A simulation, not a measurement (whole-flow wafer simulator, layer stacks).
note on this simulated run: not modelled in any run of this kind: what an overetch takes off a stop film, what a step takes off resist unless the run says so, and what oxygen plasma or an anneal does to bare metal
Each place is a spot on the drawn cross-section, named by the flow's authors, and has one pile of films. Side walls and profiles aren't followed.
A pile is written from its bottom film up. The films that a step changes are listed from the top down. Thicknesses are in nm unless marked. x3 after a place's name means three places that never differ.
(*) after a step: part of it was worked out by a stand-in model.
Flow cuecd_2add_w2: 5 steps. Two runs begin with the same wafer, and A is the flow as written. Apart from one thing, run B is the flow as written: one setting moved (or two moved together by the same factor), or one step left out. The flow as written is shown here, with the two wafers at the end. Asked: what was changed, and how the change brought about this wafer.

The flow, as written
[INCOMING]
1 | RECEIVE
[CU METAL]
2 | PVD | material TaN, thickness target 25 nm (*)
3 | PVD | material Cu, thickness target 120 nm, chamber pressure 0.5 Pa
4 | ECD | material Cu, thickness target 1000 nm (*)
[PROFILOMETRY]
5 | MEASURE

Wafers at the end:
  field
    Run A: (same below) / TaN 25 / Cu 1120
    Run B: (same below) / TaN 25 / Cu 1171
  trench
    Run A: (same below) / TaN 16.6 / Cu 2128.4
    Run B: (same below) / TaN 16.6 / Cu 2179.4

Cause: step 3, PVD: thickness target 171 nm was run, though the flow has thickness target 120 nm.

The path from the change to this, step by step:
  3 | PVD | material Cu, thickness target 120 nm, chamber pressure 0.5 Pa
      field: A +120 Cu (new film) | B +171 Cu (new film)
      trench: A +80.8 Cu (new film) | B +114.8 Cu (new film)
